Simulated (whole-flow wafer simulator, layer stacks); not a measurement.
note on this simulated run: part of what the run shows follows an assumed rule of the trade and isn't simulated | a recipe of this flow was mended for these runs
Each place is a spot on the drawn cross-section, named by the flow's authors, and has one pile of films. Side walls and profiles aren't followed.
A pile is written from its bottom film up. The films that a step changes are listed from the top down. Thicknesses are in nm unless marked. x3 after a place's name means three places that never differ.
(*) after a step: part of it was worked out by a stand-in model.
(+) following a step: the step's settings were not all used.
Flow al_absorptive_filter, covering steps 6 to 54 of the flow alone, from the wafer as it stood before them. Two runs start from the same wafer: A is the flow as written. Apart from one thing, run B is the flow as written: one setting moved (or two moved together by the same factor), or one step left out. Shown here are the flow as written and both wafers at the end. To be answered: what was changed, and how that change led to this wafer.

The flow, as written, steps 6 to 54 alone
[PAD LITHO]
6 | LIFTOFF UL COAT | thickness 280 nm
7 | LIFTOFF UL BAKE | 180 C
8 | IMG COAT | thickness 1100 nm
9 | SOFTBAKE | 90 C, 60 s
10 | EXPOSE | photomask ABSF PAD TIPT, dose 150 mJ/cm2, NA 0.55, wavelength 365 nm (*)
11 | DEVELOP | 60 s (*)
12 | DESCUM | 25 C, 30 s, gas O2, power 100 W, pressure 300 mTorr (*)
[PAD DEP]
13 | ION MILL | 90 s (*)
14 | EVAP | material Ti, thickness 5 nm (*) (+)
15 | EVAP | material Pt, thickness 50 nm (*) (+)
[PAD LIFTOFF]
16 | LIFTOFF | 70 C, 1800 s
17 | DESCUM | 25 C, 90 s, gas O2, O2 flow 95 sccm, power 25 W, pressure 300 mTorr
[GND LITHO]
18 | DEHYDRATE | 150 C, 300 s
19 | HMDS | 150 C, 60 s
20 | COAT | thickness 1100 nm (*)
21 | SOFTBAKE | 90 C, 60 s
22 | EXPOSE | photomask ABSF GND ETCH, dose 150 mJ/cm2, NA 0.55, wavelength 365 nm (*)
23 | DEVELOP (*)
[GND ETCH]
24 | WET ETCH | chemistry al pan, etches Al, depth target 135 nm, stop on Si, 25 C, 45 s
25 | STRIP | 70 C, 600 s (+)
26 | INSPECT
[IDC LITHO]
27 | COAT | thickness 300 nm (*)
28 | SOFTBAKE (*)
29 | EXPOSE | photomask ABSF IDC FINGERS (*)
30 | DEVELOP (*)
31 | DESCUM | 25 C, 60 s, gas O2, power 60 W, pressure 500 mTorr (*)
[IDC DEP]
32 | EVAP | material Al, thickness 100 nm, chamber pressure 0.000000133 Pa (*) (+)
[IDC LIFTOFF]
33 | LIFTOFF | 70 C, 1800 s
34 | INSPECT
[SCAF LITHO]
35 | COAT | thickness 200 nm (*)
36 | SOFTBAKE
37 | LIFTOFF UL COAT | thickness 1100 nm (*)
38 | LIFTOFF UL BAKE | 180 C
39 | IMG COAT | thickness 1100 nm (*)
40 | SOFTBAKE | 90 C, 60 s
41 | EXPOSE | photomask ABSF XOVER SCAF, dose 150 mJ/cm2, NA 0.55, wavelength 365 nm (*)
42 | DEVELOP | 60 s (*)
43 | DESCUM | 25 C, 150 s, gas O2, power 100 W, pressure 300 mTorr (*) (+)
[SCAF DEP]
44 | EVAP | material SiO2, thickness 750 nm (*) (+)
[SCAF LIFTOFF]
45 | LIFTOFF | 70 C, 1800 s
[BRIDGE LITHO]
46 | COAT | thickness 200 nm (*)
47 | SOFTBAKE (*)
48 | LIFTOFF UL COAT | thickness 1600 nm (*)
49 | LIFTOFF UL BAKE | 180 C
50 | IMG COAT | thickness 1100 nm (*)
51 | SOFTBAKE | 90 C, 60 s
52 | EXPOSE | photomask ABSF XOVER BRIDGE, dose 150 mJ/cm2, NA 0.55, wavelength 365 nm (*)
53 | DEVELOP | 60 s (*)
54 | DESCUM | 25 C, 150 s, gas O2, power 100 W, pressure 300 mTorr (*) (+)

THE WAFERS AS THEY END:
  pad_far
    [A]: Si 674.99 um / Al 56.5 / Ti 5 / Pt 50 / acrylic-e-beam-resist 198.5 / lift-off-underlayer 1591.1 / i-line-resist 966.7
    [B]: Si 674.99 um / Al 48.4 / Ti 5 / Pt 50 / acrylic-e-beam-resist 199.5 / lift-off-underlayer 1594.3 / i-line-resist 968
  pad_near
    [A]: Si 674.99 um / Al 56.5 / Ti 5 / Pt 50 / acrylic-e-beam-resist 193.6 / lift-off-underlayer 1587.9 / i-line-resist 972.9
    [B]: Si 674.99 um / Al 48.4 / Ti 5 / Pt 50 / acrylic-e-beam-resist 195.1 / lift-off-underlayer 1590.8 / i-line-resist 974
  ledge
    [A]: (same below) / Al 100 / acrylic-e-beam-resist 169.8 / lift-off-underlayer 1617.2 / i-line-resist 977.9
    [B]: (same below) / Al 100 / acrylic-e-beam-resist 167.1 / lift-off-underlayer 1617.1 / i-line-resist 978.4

What caused this: step 13, ION MILL: 114 s was run, while the flow as written has 90 s.

Step by step, how the change led to this:
  13 | ION MILL | 90 s (*)
      gnd, ledge, res and 9 more: A i-line-resist loses 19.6 | B i-line-resist loses 24.9
      pad_far, pad_near: A Al loses 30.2 | B Al loses 38.2
